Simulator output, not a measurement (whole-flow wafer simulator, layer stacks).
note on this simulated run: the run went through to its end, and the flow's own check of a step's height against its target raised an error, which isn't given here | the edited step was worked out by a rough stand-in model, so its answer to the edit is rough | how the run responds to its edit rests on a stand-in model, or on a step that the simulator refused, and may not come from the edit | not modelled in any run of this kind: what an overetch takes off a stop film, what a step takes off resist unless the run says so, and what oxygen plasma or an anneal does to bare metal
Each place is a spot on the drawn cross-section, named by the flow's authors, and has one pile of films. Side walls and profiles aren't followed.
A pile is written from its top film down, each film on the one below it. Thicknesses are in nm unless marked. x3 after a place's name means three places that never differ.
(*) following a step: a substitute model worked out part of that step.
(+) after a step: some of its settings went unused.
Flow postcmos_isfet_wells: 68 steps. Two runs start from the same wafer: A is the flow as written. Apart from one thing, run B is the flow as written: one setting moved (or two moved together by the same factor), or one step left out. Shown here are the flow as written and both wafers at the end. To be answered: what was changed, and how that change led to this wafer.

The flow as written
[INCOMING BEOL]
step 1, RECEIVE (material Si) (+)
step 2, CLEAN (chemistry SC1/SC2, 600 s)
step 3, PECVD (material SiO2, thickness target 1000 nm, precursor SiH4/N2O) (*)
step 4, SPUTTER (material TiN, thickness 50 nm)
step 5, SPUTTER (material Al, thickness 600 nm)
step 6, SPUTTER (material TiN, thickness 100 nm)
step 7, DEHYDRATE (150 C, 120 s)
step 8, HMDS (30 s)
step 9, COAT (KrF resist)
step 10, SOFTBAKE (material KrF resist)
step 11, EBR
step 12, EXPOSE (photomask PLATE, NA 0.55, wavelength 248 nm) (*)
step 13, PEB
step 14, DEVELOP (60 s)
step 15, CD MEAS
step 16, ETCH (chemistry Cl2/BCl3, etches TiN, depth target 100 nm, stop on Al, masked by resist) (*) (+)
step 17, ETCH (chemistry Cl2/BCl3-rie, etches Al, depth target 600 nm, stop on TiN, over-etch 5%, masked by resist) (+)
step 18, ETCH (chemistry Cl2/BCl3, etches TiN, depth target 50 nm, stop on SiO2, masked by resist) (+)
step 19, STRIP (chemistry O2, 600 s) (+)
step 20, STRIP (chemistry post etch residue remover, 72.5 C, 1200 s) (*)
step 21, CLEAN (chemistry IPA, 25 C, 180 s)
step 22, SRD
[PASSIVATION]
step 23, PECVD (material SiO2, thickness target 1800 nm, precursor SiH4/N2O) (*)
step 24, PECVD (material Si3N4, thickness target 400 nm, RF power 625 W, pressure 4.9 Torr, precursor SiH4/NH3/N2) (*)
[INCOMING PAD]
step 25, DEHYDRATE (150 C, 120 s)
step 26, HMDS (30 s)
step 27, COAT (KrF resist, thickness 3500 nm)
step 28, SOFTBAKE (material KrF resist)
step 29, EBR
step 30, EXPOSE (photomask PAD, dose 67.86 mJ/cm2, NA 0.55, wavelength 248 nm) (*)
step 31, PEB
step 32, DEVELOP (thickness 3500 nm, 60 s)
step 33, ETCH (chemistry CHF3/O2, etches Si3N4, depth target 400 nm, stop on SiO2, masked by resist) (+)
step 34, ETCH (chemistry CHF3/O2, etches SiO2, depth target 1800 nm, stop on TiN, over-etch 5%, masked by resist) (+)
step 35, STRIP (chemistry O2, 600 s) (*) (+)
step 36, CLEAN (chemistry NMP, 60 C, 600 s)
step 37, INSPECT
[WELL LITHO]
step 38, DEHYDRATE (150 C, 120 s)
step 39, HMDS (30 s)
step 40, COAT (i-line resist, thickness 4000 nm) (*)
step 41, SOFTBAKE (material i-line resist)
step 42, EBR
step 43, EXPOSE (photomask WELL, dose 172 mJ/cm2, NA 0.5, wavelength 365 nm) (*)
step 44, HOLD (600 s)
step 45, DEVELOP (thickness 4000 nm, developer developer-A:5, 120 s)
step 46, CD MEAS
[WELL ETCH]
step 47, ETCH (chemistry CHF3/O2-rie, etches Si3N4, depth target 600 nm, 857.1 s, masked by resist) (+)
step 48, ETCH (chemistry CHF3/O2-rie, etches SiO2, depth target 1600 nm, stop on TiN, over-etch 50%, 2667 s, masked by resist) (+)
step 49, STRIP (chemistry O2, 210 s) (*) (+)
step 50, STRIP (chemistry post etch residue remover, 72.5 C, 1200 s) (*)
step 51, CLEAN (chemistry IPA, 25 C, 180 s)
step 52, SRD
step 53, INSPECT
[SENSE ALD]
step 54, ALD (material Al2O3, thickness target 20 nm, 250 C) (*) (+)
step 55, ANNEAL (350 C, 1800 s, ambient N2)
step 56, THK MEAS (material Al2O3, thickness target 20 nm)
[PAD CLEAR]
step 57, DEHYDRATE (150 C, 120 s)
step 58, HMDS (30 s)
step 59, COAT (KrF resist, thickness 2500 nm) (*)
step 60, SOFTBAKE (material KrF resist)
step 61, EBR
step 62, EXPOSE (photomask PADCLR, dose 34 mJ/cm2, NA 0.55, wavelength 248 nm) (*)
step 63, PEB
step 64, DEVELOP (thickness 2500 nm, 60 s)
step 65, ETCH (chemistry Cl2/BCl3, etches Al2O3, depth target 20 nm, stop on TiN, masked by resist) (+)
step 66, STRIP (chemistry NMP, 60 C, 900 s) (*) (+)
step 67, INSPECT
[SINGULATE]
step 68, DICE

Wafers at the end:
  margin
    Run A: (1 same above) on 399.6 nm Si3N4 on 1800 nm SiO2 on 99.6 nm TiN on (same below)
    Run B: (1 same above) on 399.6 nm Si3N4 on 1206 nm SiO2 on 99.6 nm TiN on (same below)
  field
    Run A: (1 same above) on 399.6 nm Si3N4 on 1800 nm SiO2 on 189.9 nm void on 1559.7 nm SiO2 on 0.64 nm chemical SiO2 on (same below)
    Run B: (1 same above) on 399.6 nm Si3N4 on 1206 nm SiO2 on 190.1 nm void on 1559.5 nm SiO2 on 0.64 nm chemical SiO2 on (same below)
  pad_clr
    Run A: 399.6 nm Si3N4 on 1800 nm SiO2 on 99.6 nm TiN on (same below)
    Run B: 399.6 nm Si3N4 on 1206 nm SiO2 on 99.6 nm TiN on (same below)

The reason: step 23, PECVD: thickness target 1206 nm was run, whereas the flow has thickness target 1800 nm.
The wafer lets one read it off: margin has SiO2 1206, and step 23 as written asks for 1800 nm.

The path from the change to this, step by step:
  step 23, PECVD (material SiO2, thickness target 1800 nm, precursor SiH4/N2O) (*)
      margin, well900, well1300 x3, pad_rim, pad_clr, pad_open: A +1800 SiO2 (new film) | B +1206 SiO2 (new film)
      field: A +1800 SiO2 (new film), +189.9 void (new film), +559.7 SiO2 | B +1206 SiO2 (new film), +190.1 void (new film), +559.5 SiO2
  step 34, ETCH (chemistry CHF3/O2, etches SiO2, depth target 1800 nm, stop on TiN, over-etch 5%, masked by resist) (+)
      field, margin, well900, well1300 x3, pad_rim, pad_clr: A -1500 KrF resist | B -1055.2 KrF resist
      pad_open: A -1800 SiO2 (all of it) | B -1206 SiO2 (all of it)
  step 35, STRIP (chemistry O2, 600 s) (*) (+)
      field, margin, well900, well1300 x3, pad_rim, pad_clr: A -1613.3 KrF resist (all of it) | B -2058.1 KrF resist (all of it)
  step 40, COAT (i-line resist, thickness 4000 nm) (*)
      pad_clr: A +3256.8 i-line resist (new film) | B +3445.3 i-line resist (new film)
      pad_open: A +4804.7 i-line resist (new film) | B +4590.6 i-line resist (new film)
  step 41, SOFTBAKE (material i-line resist)
      pad_clr: A -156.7 i-line resist | B -100.3 i-line resist
      pad_open: A +115.3 i-line resist | B +87.6 i-line resist
  step 48, ETCH (chemistry CHF3/O2-rie, etches SiO2, depth target 1600 nm, stop on TiN, over-etch 50%, 2667 s, masked by resist) (+)
      well900, well1300 x3: A -1600 SiO2 (all of it) | B -1006 SiO2 (all of it)
  step 49, STRIP (chemistry O2, 210 s) (*) (+)
      pad_clr: A -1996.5 i-line resist (all of it) | B -2241.3 i-line resist (all of it)
      pad_open: A -3816.3 i-line resist (all of it) | B -3574.5 i-line resist (all of it)
  step 59, COAT (KrF resist, thickness 2500 nm) (*)
      field: A +1449 KrF resist (new film) | B +1732.8 KrF resist (new film)
      margin: A +1448.9 KrF resist (new film) | B +1732.7 KrF resist (new film)
      (and at 3 other places as well)
  step 60, SOFTBAKE (material KrF resist)
      pad_clr: A -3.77 KrF resist | B -3.24 KrF resist
  step 63, PEB
      field, margin: A -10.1 KrF resist | B -12.1 KrF resist
      pad_rim: A -13.9 KrF resist | B -14.9 KrF resist
      (and at 2 other places as well)
  step 64, DEVELOP (thickness 2500 nm, 60 s)
      pad_clr: A -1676 KrF resist (all of it) | B -1879.8 KrF resist (all of it)
      pad_open: A -3045.1 KrF resist (all of it) | B -2893.3 KrF resist (all of it)
  step 66, STRIP (chemistry NMP, 60 C, 900 s) (*) (+)
      field: A -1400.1 KrF resist (all of it) | B -1681.9 KrF resist (all of it)
      margin: A -1400.1 KrF resist (all of it) | B -1681.8 KrF resist (all of it)
      (and at 1 other place as well)
